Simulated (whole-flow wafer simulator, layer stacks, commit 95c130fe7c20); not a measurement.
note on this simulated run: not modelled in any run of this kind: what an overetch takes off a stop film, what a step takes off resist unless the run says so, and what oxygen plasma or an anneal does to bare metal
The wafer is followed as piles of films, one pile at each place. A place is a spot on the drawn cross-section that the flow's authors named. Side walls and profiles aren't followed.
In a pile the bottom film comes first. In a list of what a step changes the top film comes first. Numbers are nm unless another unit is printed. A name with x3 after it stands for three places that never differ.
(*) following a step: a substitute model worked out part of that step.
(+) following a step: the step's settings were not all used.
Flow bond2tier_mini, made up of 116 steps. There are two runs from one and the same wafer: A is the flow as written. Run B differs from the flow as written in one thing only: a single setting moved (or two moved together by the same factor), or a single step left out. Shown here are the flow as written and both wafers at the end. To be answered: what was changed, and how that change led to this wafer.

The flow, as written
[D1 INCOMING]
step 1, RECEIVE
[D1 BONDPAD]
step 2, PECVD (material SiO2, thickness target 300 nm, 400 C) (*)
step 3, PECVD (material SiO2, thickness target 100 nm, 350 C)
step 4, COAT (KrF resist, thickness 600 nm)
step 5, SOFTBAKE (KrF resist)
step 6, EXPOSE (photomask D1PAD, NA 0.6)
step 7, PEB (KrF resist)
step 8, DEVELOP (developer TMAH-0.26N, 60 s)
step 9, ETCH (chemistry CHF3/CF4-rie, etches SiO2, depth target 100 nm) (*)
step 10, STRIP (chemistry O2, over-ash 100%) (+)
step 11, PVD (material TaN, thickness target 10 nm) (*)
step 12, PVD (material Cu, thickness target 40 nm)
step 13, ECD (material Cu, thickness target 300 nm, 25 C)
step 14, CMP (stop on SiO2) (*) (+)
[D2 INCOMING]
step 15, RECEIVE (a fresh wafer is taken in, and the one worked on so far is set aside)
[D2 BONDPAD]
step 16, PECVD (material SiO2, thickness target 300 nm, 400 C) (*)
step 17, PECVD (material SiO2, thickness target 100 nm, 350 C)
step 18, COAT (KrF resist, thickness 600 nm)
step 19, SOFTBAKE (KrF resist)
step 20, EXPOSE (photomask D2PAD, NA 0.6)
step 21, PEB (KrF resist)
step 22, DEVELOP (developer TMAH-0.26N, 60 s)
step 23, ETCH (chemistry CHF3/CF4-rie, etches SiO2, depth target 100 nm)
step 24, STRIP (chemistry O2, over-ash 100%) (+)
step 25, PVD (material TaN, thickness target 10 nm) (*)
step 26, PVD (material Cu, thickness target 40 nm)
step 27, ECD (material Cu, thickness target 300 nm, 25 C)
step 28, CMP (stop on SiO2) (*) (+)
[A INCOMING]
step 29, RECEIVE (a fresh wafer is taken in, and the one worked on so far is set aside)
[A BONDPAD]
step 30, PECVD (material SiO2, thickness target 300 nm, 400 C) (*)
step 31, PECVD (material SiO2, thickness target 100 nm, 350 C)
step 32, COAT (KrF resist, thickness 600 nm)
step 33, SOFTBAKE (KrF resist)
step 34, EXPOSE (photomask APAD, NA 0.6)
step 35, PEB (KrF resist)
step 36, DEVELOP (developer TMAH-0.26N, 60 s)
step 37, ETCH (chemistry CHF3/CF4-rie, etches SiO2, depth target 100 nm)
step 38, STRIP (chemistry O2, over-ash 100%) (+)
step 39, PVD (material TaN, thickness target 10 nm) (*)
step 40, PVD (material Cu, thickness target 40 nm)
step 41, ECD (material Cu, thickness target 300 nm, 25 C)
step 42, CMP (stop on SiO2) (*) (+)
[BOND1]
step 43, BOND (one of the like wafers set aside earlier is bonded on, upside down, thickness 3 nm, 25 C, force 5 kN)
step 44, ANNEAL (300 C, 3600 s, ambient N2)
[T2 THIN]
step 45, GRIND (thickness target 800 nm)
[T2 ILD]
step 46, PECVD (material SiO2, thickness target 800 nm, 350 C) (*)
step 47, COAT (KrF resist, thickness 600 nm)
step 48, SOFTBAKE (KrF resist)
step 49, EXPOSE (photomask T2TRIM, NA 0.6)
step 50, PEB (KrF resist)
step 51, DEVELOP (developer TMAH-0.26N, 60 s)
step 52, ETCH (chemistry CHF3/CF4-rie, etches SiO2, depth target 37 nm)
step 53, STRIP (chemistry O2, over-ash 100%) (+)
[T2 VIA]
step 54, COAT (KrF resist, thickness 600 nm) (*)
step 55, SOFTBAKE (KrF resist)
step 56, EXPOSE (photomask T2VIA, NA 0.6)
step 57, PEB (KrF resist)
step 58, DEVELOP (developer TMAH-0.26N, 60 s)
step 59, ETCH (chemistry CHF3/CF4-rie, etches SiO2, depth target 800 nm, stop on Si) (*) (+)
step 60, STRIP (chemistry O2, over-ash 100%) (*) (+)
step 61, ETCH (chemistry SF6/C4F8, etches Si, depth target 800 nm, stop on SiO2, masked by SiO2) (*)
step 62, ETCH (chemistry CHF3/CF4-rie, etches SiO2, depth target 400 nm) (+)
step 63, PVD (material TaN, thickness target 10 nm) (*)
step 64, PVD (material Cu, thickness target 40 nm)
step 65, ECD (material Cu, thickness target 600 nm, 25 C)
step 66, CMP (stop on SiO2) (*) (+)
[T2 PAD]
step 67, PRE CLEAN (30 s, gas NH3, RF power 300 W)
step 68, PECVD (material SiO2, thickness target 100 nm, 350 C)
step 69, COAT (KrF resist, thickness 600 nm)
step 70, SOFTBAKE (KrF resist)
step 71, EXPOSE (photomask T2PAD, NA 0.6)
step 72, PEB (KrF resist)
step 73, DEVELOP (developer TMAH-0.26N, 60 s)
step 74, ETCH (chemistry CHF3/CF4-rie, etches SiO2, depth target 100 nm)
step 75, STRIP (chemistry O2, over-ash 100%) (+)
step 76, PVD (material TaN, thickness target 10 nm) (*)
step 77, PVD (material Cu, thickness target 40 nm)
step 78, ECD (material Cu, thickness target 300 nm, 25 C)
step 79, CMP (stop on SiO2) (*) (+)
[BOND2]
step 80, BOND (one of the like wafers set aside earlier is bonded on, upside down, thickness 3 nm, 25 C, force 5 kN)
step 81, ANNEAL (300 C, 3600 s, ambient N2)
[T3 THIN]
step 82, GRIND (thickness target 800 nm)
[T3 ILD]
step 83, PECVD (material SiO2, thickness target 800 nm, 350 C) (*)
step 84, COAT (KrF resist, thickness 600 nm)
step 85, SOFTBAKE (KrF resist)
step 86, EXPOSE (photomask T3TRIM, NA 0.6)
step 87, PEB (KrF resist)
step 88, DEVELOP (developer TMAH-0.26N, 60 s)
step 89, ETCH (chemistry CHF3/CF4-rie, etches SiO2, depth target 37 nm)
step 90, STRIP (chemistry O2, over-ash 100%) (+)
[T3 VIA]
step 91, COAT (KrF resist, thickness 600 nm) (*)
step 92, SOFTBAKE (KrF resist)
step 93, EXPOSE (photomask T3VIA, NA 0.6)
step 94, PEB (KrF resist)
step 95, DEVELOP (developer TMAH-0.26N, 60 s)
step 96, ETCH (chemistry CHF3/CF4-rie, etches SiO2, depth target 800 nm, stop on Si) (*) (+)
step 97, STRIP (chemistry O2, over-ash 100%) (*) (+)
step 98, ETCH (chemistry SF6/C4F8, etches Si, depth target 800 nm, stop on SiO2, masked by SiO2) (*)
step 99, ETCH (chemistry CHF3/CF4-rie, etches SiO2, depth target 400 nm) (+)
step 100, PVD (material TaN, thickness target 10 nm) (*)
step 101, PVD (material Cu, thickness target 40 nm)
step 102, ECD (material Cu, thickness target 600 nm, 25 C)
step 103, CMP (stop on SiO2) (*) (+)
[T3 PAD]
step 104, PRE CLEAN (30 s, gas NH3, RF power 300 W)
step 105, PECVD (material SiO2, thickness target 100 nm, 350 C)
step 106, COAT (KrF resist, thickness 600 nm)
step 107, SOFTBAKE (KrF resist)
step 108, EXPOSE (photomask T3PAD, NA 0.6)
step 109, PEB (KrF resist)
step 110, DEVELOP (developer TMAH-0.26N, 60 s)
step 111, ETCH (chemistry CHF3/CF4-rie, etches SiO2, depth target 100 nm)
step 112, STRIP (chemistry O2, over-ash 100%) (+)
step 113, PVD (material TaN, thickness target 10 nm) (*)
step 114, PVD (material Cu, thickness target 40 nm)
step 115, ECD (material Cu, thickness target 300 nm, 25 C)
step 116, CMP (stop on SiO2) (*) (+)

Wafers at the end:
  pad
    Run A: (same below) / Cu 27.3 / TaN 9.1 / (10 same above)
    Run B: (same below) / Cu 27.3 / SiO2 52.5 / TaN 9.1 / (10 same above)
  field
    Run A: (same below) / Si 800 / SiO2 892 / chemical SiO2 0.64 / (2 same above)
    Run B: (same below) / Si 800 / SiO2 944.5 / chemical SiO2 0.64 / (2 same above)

Cause: step 68, PECVD: thickness target 152.5 nm was run, while the flow as written has thickness target 100 nm.

How this came from the change, step by step:
  step 68, PECVD (material SiO2, thickness target 100 nm, 350 C)
      field: A SiO2 gains 100 | B SiO2 gains 152.5
      pad: A SiO2 gains 100 (new film) | B SiO2 gains 152.5 (new film)
  step 74, ETCH (chemistry CHF3/CF4-rie, etches SiO2, depth target 100 nm)
      pad: A SiO2 loses 100 (all of it) | B SiO2 loses 100
If metal films that touch count as one body, pad has 4 bodies (between them, from the top down: SiO2 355 / Si 800 / chemical SiO2 0.64 / SiO2 300; SiO2 52.5; SiO2 355 / Si 800 / chemical SiO2 0.64 / SiO2 300); the flow as written gives 3 bodies (between them, from the top down: SiO2 355 / Si 800 / chemical SiO2 0.64 / SiO2 300; SiO2 355 / Si 800 / chemical SiO2 0.64 / SiO2 300).
